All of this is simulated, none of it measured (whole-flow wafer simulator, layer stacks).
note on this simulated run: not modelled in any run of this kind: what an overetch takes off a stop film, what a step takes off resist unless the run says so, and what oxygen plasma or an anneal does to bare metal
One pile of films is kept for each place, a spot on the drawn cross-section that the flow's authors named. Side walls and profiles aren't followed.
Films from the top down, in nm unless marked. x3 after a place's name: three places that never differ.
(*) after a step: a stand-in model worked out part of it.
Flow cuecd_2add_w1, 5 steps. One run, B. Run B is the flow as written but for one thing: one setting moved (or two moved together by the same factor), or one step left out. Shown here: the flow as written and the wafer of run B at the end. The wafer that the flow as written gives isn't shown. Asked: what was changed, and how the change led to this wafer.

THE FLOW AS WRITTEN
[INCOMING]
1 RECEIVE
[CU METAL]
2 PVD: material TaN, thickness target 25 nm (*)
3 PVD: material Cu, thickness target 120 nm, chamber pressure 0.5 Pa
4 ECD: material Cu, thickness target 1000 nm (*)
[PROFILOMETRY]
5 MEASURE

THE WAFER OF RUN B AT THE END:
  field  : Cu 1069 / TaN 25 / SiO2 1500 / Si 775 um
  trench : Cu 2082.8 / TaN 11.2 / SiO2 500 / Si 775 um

The cause: step 3, PVD: thickness target 69 nm was run, where the flow has thickness target 120 nm.

How the change led to this, step by step:
  3 PVD: material Cu, thickness target 120 nm, chamber pressure 0.5 Pa
      field: Cu +69 (new film) (as written it would be: Cu +120 (new film))
      trench: Cu +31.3 (new film) (as written it would be: Cu +53.6 (new film))
